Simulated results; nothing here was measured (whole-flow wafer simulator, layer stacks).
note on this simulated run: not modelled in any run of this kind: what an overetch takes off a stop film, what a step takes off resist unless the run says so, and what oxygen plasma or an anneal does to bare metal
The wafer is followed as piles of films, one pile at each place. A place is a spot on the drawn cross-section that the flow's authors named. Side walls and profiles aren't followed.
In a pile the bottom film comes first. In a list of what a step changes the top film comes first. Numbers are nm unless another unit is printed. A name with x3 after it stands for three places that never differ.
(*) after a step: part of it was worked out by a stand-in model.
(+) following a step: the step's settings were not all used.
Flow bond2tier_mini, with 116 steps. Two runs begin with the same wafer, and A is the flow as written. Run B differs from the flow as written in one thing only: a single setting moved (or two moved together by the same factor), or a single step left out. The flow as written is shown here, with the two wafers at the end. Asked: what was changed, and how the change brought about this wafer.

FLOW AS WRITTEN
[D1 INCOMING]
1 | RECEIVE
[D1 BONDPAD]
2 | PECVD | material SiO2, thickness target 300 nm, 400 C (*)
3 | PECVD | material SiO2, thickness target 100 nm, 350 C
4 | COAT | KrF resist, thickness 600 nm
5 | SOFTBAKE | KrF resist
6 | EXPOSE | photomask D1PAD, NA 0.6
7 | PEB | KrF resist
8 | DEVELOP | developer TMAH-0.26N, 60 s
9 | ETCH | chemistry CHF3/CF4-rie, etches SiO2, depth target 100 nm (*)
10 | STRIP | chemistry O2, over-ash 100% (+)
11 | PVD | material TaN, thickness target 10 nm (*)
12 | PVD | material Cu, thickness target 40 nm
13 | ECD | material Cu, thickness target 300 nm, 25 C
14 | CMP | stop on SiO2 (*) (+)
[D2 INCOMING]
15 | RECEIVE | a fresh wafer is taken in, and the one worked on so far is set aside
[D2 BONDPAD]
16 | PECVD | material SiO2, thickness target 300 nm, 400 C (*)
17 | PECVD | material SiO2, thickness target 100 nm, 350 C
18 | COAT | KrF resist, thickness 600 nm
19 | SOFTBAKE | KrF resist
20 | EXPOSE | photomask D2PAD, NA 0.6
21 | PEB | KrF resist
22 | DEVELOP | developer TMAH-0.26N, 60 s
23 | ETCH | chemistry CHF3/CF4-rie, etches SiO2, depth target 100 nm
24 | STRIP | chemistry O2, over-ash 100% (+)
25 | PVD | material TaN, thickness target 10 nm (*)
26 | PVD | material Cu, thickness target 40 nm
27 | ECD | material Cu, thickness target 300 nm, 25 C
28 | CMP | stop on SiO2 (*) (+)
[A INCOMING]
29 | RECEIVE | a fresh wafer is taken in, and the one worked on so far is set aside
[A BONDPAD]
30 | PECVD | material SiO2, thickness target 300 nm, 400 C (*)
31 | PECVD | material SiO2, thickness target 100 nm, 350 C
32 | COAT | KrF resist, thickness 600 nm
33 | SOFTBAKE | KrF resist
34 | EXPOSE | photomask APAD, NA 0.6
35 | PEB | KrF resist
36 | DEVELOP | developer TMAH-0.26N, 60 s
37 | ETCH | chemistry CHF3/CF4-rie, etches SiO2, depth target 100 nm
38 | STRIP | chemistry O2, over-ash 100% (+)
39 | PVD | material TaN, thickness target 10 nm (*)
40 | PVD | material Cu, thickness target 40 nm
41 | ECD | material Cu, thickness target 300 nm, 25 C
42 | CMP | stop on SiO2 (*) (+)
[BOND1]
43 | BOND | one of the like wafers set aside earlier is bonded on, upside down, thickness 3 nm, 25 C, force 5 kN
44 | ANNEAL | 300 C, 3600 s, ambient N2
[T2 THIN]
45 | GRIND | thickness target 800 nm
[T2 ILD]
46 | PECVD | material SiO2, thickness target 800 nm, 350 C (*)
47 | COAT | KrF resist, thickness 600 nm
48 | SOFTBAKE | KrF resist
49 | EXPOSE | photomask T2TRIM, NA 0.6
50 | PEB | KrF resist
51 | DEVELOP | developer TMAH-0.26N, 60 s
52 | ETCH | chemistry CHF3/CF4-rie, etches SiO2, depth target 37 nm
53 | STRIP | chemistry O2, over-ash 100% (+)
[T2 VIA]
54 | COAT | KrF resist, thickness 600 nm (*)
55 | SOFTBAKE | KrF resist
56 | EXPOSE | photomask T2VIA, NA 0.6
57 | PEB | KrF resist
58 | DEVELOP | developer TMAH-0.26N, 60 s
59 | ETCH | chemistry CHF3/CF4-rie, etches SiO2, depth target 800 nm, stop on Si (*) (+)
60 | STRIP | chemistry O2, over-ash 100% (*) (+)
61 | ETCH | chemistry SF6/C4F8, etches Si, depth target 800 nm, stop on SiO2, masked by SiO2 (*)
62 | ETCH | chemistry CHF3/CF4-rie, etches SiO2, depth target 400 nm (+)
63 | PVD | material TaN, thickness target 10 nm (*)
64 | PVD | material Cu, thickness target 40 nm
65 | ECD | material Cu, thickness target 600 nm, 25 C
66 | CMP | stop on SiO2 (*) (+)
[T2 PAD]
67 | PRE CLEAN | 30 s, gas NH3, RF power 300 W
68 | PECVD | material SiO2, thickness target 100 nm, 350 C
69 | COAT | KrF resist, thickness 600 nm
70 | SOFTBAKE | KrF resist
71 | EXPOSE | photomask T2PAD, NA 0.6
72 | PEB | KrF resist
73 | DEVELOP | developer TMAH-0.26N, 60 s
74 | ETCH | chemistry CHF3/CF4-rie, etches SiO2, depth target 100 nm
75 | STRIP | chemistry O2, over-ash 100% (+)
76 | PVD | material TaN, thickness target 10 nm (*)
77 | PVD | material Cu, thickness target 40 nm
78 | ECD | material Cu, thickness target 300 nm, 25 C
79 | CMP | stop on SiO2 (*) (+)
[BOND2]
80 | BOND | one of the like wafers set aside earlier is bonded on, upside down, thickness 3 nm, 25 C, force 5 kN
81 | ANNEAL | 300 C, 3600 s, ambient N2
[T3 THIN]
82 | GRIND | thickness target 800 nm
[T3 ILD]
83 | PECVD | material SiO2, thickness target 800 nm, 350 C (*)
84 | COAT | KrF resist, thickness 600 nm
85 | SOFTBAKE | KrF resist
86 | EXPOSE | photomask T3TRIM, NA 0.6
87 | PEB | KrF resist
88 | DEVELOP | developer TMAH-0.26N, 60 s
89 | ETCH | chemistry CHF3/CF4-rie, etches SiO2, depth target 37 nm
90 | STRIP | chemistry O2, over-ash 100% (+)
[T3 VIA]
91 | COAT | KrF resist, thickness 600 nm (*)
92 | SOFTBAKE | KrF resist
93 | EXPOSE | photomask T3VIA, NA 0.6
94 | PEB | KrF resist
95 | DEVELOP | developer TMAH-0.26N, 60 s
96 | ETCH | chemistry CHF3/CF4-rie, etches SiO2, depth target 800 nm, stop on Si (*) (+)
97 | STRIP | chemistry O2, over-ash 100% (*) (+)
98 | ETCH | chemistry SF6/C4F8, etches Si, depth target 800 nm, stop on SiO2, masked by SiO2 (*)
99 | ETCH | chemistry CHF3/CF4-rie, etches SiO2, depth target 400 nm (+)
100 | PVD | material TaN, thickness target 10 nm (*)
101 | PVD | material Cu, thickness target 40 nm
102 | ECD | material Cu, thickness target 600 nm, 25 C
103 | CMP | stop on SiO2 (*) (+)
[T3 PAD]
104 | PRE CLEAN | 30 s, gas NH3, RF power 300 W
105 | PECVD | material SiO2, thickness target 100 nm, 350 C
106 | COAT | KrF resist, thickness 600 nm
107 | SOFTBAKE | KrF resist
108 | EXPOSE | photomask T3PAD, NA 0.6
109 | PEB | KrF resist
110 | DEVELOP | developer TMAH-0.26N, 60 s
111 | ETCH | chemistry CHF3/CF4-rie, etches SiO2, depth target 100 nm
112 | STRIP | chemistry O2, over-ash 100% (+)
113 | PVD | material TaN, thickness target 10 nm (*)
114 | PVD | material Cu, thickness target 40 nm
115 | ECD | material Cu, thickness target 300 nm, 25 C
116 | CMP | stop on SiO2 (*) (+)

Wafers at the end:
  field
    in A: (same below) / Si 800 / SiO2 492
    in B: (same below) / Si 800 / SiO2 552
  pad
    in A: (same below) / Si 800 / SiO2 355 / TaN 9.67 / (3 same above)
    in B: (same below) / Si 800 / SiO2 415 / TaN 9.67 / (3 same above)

The reason: step 99, ETCH: depth target 340 nm was run, though the flow has depth target 400 nm.

How this came from the change, step by step:
  99 | ETCH | chemistry CHF3/CF4-rie, etches SiO2, depth target 400 nm (+)
      field, pad: A SiO2 loses 400 | B SiO2 loses 340
